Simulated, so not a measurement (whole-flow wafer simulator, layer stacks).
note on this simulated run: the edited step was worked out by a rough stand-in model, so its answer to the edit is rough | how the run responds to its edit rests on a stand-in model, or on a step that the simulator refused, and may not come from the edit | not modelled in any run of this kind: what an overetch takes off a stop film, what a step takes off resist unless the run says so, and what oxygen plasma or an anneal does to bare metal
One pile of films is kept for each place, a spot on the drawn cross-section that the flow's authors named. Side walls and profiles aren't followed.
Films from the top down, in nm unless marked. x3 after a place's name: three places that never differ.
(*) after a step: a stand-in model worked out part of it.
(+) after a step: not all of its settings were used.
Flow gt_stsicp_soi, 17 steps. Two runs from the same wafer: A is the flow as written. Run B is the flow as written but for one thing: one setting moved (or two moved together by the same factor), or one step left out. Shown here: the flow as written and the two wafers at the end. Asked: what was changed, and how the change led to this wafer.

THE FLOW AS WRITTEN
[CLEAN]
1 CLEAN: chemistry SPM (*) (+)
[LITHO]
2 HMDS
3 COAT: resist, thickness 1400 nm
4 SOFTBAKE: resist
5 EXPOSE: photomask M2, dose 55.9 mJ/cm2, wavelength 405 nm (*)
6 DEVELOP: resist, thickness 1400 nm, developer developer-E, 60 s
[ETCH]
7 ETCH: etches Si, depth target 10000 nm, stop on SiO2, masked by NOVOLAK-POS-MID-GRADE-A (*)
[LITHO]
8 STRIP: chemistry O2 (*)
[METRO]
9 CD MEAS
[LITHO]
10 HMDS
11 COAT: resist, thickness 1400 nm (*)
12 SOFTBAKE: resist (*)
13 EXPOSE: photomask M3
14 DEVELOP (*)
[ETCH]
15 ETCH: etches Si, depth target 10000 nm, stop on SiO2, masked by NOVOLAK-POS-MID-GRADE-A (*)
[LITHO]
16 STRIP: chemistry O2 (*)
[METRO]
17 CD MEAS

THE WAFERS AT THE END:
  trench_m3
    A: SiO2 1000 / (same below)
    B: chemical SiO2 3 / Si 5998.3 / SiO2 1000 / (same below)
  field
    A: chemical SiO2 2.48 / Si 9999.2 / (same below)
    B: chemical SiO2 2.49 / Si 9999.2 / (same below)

The cause: step 15, ETCH: depth target 4000 nm was run, where the flow has depth target 10000 nm.

How the change led to this, step by step:
  15 ETCH: etches Si, depth target 10000 nm, stop on SiO2, masked by NOVOLAK-POS-MID-GRADE-A (*)
      trench_m3: A chemical SiO2 -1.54 (all of it), Si -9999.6 (all of it) | B chemical SiO2 -1.54 (all of it), Si -4000
      field, trench_m2: A resist -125 | B resist -50
  16 STRIP: chemistry O2 (*)
      trench_m3: A nothing | B chemical SiO2 +3 (new film), Si -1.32
      field: A resist -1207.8 (all of it), chemical SiO2 +0.94, Si -0.41 | B resist -1282.8 (all of it), chemical SiO2 +0.95, Si -0.42
